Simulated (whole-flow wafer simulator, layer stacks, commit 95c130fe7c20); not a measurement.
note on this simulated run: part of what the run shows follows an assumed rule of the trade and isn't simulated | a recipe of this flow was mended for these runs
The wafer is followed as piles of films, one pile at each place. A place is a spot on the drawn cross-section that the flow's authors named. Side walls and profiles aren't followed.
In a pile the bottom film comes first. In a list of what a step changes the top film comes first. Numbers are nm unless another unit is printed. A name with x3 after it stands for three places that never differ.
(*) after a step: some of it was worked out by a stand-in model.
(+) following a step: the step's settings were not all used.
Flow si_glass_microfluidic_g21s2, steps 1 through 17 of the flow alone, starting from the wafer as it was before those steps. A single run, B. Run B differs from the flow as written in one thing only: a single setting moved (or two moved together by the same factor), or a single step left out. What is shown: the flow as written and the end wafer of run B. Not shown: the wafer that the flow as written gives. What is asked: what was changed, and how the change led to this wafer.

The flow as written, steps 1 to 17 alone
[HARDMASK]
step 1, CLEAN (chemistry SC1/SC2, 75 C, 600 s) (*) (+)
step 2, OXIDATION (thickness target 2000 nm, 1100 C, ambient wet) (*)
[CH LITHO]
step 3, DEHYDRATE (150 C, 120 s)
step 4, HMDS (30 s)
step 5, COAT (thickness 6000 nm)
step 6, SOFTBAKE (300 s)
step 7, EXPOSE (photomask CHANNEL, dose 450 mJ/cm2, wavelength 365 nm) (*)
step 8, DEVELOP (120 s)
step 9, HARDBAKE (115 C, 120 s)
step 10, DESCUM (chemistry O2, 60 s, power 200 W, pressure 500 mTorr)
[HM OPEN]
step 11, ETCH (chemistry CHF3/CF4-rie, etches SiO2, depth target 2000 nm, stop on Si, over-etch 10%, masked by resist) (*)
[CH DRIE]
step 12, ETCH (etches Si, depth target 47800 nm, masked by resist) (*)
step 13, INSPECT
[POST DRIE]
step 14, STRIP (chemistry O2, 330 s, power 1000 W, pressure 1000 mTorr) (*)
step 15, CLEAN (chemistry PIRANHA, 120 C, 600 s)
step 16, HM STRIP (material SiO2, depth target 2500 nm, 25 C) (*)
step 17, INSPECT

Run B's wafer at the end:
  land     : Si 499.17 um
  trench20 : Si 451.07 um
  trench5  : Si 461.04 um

What caused this: step 2, OXIDATION: 1077 C was run, whereas the flow has 1100 C.

The path from the change to this, step by step:
  step 2, OXIDATION (thickness target 2000 nm, 1100 C, ambient wet) (*)
      land, trench20, trench5, trench200: +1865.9 SiO2 (new film), -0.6 chemical SiO2 (all of it), -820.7 Si (as written it would have been: +2000 SiO2 (new film), -0.6 chemical SiO2 (all of it), -879.7 Si)
  step 11, ETCH (chemistry CHF3/CF4-rie, etches SiO2, depth target 2000 nm, stop on Si, over-etch 10%, masked by resist) (*)
      trench20, trench5, trench200: -1865.9 SiO2 (all of it), -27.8 Si (as written it would have been: -2000 SiO2 (all of it), -16.7 Si)
      land: -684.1 thick-i-line-resist (as written it would have been: -733.3 thick-i-line-resist)
  step 12, ETCH (etches Si, depth target 47800 nm, masked by resist) (*)
      trench5: -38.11 um Si (as written it would have been: -38.09 um Si)
      trench200: -54.06 um Si (as written it would have been: -54.08 um Si)
  step 16, HM STRIP (material SiO2, depth target 2500 nm, 25 C) (*)
      land: -1865.9 SiO2 (all of it) (as written it would have been: -2000 SiO2 (all of it))
